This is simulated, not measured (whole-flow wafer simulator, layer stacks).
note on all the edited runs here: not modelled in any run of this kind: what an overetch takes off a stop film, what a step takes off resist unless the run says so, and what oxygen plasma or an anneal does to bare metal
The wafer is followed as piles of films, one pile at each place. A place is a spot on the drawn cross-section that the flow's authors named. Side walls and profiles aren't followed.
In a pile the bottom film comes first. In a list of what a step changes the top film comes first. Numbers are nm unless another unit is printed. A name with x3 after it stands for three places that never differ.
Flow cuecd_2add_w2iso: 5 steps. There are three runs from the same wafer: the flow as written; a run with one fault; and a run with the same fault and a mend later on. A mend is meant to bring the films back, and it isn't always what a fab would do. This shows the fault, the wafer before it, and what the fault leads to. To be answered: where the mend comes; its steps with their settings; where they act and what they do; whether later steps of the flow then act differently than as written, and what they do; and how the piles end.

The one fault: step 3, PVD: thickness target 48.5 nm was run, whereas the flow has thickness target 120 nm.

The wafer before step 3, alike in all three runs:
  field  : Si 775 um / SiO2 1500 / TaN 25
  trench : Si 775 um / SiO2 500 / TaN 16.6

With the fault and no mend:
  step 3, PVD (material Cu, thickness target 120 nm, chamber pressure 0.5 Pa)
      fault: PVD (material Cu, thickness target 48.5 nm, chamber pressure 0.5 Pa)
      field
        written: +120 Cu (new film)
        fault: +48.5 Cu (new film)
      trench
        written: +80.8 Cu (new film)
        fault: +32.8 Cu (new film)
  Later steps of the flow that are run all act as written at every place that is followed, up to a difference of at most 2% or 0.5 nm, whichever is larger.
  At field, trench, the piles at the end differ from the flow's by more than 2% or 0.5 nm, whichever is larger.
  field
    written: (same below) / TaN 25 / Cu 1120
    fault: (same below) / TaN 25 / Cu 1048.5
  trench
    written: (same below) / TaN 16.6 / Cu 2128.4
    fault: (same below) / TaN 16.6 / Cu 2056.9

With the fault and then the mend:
  The mend follows step 3.
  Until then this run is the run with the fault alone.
  step 3a, PVD (material Cu, thickness target 71.5 nm, chamber pressure 0.5 Pa) (the flow's step 3, run once more with other settings)
      field
        +71.5 Cu
      trench
        +47.6 Cu
  Later steps of the flow that are run all act as written at every place that is followed, up to a difference of at most 2% or 0.5 nm, whichever is larger.
  By the end, the piles equal the flow's at every place that both follow.
